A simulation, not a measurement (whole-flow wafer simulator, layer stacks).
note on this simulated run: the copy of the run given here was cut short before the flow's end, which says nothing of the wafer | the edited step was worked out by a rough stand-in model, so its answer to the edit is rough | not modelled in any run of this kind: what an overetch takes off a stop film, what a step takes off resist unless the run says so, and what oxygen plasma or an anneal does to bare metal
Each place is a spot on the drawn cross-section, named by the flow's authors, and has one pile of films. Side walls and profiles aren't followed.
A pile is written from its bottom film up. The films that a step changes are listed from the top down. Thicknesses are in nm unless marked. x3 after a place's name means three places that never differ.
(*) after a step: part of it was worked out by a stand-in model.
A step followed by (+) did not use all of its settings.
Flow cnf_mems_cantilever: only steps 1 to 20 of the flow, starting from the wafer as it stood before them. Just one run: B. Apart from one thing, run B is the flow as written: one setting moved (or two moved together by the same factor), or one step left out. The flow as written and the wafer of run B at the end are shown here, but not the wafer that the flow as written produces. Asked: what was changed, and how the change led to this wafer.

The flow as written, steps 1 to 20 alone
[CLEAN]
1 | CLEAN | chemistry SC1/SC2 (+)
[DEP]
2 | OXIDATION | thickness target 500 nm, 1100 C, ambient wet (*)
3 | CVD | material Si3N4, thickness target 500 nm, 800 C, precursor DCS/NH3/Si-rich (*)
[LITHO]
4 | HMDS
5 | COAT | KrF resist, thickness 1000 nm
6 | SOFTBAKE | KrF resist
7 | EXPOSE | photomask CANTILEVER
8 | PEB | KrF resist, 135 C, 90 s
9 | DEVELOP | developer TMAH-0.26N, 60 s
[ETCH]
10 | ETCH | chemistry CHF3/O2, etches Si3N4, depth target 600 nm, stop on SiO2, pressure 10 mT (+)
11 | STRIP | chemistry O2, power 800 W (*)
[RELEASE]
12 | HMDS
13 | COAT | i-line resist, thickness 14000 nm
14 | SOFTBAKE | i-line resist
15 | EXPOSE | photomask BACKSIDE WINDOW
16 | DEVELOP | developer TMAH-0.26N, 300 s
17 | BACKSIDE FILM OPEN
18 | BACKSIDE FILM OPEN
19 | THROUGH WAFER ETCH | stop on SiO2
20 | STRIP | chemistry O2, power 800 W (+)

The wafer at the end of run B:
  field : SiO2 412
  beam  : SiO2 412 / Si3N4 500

What caused this: step 2, OXIDATION: thickness target 412 nm was run, though the flow has thickness target 500 nm.
One can read it off the wafer: field has SiO2 412, and step 2 as written asks for 500 nm.

How this came from the change, step by step:
  2 | OXIDATION | thickness target 500 nm, 1100 C, ambient wet (*)
      field, beam: +412 SiO2 (new film), -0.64 chemical SiO2 (all of it), -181 Si (it would be, as written: +500 SiO2 (new film), -0.64 chemical SiO2 (all of it), -219.7 Si)
  19 | THROUGH WAFER ETCH | stop on SiO2
      field: under 1 film: -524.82 um Si (all of it) (it would be, as written: under 1 film: -524.78 um Si (all of it))
      beam: under 2 films: -524.82 um Si (all of it) (it would be, as written: under 2 films: -524.78 um Si (all of it))
